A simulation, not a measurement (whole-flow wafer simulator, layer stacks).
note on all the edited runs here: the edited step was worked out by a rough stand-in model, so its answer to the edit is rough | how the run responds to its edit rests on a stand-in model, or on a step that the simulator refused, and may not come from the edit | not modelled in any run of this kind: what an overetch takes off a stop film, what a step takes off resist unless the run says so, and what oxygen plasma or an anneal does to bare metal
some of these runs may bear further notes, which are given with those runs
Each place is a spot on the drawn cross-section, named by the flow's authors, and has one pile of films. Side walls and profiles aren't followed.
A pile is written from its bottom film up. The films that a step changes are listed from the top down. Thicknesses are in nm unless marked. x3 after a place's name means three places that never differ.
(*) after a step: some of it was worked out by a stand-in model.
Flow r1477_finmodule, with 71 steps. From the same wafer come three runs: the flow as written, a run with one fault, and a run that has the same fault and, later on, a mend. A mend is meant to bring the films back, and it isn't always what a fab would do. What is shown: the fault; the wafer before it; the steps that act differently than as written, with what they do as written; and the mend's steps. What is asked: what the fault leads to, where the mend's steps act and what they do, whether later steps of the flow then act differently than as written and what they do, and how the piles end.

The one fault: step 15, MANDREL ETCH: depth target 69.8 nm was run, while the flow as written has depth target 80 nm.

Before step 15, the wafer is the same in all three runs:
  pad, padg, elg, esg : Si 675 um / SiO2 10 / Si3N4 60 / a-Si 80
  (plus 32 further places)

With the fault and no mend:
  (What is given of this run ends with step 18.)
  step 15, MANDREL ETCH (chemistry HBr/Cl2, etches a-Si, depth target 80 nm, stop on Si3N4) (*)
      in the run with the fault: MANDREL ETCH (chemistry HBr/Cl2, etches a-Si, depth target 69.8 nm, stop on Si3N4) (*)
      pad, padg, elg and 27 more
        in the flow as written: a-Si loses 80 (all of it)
        in the run with the fault: a-Si loses 69.8
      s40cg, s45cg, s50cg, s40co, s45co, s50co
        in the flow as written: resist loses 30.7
        in the run with the fault: resist loses 26.8
  Steps later in the flow that act otherwise than as written:
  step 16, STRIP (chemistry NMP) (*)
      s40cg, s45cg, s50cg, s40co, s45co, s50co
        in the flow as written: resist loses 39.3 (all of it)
        in the run with the fault: resist loses 43.2 (all of it)
  Once step 18 is done, the piles at pad, padg, elg and 27 more depart from the flow's by more than 2% or 0.5 nm, whichever is larger.
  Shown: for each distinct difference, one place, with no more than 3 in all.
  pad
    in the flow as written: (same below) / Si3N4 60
    in the run with the fault: (same below) / Si3N4 60 / a-Si 10.2

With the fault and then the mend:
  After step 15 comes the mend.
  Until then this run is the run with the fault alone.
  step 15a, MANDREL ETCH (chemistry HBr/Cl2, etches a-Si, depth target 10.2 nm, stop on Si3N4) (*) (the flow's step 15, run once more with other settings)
      pad, padg, elg and 27 more
        a-Si loses 10.2 (all of it)
      s40cg, s45cg, s50cg, s40co, s45co, s50co
        resist loses 3.91
  Later steps of the flow that are run all act as written at every place that is followed.
  The piles end the same as the flow's at every place that both follow.
